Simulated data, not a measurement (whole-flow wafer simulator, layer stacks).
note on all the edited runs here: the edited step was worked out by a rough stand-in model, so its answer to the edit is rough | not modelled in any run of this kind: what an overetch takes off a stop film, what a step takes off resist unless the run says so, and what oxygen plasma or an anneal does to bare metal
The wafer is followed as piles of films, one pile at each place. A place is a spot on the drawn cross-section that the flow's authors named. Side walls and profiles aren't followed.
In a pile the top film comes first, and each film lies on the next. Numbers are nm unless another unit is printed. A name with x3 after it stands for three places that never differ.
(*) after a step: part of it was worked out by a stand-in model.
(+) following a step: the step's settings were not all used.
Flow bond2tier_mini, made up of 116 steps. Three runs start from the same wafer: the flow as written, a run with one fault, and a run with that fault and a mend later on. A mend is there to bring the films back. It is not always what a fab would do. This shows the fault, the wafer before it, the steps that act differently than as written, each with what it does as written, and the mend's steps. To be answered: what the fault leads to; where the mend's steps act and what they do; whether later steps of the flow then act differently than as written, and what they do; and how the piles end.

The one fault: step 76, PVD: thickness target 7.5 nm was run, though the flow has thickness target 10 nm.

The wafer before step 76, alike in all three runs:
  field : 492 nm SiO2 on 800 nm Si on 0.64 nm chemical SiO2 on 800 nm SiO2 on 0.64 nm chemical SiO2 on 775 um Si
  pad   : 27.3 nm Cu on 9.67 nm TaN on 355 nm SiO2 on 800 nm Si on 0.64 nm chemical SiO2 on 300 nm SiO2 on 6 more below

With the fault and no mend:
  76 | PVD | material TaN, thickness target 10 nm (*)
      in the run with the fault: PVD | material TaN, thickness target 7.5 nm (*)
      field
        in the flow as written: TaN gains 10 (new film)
        in the run with the fault: TaN gains 7.5 (new film)
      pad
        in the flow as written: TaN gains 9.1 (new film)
        in the run with the fault: TaN gains 6.83 (new film)
  Later steps of the flow acting differently than as written (not shown: 1 more step that differs only slightly, by at most 2% or 0.5 nm, whichever is larger):
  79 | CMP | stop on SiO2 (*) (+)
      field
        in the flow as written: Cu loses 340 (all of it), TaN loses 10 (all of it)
        in the run with the fault: Cu loses 340 (all of it), TaN loses 7.5 (all of it)
  At pad, the piles at the end differ from the flow's by more than 2% or 0.5 nm, whichever is larger.
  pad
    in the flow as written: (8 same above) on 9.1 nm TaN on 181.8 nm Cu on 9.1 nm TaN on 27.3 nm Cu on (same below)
    in the run with the fault: (8 same above) on 9.1 nm TaN on 184.1 nm Cu on 6.83 nm TaN on 27.3 nm Cu on (same below)

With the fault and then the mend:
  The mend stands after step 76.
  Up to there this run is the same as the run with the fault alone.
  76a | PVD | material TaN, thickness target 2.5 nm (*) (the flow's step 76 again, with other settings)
      field
        TaN gains 2.5
      pad
        TaN gains 2.27
  Later steps of the flow that are run all act as written at every place that is followed.
  By the end, the piles equal the flow's at every place that both follow.
